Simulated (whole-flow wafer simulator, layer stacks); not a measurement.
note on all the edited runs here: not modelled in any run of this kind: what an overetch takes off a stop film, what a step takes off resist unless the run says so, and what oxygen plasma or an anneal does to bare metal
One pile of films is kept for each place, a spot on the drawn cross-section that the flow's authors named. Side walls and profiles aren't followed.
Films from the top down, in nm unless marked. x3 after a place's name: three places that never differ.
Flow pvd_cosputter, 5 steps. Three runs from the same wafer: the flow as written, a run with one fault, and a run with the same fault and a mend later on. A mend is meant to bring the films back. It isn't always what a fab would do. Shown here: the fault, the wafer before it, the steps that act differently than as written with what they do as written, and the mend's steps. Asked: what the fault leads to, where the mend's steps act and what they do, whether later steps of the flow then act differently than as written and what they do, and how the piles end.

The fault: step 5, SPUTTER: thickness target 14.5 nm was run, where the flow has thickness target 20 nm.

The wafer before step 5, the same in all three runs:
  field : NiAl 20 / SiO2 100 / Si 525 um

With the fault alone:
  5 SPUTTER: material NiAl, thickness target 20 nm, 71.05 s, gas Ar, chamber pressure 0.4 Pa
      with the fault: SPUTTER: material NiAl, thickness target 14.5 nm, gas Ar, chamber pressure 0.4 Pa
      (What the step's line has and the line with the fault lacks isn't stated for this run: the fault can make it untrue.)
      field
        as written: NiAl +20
        with the fault: NiAl +14.5
  No later step of the flow acts differently than as written at any place that is followed.
  At the end the piles differ from the flow's by more than 2% or 0.5 nm, whichever is larger, at field.
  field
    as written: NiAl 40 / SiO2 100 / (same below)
    with the fault: NiAl 34.5 / SiO2 100 / (same below)

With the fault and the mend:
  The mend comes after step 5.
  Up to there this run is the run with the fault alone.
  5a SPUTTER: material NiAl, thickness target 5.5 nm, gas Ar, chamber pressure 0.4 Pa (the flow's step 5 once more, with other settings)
      field
        NiAl +5.5
  No later step of the flow acts differently than as written at any place that is followed.
  At the end the piles are the same as the flow's at every place that both follow.
